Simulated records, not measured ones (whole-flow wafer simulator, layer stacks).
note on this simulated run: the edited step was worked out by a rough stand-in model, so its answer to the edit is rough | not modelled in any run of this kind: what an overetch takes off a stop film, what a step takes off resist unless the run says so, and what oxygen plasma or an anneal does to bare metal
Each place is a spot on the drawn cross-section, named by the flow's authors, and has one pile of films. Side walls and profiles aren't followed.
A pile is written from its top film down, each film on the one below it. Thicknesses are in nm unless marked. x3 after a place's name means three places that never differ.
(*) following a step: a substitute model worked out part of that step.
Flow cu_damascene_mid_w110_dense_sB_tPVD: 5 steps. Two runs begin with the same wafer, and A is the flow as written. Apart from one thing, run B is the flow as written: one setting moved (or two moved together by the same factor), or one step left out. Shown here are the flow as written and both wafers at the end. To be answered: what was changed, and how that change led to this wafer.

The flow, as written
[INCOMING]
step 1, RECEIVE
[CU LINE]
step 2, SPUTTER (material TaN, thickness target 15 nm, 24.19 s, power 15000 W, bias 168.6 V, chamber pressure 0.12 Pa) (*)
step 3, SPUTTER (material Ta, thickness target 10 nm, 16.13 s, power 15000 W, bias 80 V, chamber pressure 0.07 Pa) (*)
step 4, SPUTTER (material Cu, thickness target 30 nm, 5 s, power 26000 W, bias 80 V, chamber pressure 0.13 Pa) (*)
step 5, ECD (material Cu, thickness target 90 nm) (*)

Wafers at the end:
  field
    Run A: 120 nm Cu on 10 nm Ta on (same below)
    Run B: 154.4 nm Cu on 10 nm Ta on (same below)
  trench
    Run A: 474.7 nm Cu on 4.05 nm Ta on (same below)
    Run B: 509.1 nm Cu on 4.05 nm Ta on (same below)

What caused this: step 5, ECD: thickness target 124.4 nm was run, while the flow as written has thickness target 90 nm.

How this came from the change, step by step:
  step 5, ECD (material Cu, thickness target 90 nm) (*)
      field: A Cu gains 90 | B Cu gains 124.4
      trench: A Cu gains 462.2 | B Cu gains 496.6
